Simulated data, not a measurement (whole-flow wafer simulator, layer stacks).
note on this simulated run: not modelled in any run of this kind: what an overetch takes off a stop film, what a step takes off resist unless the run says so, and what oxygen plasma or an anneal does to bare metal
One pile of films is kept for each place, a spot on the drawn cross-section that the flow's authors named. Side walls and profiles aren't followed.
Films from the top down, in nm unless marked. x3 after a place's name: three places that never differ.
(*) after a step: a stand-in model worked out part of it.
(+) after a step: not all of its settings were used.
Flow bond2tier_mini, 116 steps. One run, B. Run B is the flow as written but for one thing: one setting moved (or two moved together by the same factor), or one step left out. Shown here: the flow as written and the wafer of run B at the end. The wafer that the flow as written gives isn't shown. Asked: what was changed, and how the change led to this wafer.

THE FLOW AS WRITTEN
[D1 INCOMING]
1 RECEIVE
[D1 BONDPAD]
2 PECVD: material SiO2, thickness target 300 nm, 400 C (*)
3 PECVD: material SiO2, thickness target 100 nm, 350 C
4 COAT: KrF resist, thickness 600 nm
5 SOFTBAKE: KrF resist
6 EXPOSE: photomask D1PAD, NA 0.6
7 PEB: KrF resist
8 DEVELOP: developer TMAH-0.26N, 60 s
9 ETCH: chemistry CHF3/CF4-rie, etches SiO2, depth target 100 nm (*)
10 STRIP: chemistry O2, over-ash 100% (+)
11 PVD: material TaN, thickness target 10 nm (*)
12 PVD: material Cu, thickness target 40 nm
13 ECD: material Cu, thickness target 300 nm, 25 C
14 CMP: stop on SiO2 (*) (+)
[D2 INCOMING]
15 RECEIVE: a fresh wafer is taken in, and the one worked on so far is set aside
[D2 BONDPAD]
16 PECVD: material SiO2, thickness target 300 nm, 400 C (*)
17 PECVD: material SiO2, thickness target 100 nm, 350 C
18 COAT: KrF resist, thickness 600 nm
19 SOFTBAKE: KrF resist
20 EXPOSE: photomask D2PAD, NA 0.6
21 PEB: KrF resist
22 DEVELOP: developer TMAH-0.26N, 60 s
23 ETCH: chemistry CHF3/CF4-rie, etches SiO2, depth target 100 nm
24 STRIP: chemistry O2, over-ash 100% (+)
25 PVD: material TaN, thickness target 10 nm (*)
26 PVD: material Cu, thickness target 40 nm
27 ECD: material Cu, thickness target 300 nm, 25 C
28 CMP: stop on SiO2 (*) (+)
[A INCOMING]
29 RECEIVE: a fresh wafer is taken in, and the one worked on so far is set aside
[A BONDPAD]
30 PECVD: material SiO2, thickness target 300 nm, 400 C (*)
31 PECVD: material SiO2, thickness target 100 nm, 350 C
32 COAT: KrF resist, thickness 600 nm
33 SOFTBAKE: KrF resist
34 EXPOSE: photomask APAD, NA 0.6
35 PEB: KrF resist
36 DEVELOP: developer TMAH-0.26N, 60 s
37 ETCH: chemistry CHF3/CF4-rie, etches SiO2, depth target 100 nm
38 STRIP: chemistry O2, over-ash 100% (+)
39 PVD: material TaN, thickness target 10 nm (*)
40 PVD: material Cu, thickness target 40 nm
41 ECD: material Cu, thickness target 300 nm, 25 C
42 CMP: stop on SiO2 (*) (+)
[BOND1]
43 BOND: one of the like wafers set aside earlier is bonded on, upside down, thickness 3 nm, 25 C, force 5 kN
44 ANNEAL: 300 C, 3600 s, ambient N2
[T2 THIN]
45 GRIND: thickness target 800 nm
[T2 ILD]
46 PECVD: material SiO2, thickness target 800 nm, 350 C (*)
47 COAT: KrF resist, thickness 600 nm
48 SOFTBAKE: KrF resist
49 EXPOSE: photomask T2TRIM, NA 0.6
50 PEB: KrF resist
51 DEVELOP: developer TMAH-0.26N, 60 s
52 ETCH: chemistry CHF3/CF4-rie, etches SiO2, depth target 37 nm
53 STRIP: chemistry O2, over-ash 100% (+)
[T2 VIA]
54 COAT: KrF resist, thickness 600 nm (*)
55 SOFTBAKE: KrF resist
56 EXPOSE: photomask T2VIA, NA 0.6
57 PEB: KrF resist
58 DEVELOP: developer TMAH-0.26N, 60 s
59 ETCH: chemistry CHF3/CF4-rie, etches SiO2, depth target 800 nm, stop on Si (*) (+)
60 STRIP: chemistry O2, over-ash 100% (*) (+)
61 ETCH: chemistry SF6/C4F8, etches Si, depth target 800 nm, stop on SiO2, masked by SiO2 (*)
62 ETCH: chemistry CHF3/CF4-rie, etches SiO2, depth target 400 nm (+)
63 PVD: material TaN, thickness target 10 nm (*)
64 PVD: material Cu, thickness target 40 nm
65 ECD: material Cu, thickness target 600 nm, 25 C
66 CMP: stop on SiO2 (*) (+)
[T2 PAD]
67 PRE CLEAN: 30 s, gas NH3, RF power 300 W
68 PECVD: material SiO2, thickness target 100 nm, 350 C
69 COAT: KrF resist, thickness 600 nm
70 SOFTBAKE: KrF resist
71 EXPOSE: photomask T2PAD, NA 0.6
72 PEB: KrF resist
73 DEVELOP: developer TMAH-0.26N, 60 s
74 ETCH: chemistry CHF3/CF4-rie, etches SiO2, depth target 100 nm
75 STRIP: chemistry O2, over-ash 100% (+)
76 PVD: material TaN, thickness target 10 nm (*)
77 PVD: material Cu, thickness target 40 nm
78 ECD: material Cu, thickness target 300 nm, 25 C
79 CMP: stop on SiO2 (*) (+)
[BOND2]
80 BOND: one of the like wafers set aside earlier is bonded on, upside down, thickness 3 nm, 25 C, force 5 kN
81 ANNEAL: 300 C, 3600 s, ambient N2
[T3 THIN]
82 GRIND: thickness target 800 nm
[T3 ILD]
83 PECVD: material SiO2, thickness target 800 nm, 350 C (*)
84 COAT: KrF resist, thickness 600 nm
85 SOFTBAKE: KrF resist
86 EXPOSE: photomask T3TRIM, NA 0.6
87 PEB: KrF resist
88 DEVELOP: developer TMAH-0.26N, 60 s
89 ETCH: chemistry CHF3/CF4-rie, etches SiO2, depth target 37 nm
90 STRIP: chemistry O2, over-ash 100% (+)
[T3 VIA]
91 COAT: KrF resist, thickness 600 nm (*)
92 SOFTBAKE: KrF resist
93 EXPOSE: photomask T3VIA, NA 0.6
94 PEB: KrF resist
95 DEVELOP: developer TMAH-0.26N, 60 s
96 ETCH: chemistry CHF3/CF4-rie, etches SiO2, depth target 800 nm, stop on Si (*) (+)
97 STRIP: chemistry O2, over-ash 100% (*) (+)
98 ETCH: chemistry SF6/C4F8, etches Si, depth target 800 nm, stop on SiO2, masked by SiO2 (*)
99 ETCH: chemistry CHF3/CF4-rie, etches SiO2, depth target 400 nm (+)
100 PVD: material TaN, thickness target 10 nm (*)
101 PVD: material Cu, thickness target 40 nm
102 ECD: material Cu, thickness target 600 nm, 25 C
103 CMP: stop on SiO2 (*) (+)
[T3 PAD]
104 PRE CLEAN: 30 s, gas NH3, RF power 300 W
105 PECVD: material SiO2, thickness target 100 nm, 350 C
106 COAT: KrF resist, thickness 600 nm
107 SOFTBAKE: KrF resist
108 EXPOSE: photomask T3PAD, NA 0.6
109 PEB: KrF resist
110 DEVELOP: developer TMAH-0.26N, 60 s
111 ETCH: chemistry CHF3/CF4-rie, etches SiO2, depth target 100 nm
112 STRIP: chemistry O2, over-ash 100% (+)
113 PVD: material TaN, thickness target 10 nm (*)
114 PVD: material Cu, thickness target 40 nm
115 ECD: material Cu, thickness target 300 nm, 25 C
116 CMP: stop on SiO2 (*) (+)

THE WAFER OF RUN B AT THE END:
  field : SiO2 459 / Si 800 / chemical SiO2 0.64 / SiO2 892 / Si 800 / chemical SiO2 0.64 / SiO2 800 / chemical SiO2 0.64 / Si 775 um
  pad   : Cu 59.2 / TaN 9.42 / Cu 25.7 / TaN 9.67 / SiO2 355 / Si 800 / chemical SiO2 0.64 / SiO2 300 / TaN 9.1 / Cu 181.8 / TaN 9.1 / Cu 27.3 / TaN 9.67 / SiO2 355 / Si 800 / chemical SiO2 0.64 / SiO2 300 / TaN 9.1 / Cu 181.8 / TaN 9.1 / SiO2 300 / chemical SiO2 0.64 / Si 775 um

The cause: step 105, PECVD: thickness target 67 nm was run, where the flow has thickness target 100 nm.

How the change led to this, step by step:
  105 PECVD: material SiO2, thickness target 100 nm, 350 C
      field: SiO2 +67 (as written it would be: SiO2 +100)
      pad: SiO2 +67 (new film) (as written it would be: SiO2 +100 (new film))
  111 ETCH: chemistry CHF3/CF4-rie, etches SiO2, depth target 100 nm
      pad: SiO2 -67 (all of it), Cu -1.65 (as written it would be: SiO2 -100 (all of it))
  114 PVD: material Cu, thickness target 40 nm
      pad: Cu +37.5 (new film) (as written it would be: Cu +36.4 (new film))
  115 ECD: material Cu, thickness target 300 nm, 25 C
      pad: Cu +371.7 (as written it would be: Cu +404.5)
